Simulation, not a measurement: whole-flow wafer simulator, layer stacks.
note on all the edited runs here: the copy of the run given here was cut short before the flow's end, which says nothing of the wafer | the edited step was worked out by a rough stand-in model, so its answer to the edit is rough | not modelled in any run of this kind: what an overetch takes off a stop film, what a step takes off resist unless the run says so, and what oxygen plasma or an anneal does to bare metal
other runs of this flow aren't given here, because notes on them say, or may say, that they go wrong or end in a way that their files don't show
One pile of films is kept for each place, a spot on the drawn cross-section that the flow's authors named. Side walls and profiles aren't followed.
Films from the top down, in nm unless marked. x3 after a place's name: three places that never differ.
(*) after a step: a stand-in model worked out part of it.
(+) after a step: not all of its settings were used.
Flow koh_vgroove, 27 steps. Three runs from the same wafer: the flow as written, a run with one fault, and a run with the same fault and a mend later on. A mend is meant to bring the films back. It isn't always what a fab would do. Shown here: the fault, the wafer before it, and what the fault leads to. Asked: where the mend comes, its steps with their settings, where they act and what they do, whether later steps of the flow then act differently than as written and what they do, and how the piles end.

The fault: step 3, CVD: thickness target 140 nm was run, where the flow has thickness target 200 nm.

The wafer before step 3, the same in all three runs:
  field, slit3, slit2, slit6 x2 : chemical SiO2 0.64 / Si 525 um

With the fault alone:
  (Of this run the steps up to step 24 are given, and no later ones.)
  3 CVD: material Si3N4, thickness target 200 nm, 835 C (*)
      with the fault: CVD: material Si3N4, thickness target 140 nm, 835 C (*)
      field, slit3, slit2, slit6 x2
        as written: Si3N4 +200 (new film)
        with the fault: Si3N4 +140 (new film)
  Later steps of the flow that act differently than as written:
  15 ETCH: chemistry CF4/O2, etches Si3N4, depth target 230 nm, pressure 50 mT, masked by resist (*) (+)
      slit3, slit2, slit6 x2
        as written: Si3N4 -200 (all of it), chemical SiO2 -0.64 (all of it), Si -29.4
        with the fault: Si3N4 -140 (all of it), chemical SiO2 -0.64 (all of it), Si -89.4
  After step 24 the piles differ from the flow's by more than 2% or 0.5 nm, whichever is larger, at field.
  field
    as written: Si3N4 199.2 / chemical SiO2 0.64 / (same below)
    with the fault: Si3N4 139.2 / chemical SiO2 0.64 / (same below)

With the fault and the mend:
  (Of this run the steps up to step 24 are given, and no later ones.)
  The mend comes after step 4.
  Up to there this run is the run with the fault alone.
  4a CVD: material Si3N4, thickness target 60 nm, 835 C (*) (the flow's step 3 once more, with other settings)
      field, slit3, slit2, slit6 x2
        Si3N4 +60
  No later step of the flow up to step 24 acts differently than as written at any place that is followed.
  After step 24 the piles are the same as the flow's at every place that both follow.
